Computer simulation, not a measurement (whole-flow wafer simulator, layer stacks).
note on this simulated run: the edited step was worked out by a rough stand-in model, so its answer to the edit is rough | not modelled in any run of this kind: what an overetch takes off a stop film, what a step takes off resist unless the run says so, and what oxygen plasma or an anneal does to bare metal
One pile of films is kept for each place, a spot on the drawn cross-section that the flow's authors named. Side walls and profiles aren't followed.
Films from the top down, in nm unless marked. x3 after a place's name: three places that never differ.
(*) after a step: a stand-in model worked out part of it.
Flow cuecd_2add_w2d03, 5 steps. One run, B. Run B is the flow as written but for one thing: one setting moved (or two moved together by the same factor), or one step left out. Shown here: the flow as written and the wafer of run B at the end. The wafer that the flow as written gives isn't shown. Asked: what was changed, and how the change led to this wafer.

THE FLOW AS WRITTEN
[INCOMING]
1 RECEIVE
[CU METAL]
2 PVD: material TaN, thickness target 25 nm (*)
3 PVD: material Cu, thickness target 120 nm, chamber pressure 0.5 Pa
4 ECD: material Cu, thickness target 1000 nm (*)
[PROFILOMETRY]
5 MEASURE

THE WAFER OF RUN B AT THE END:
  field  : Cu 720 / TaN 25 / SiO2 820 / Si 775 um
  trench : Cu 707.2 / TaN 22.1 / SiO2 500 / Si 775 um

The cause: step 4, ECD: thickness target 600 nm was run, where the flow has thickness target 1000 nm.

How the change led to this, step by step:
  4 ECD: material Cu, thickness target 1000 nm (*)
      field, trench: Cu +600 (as written it would be: Cu +1000)
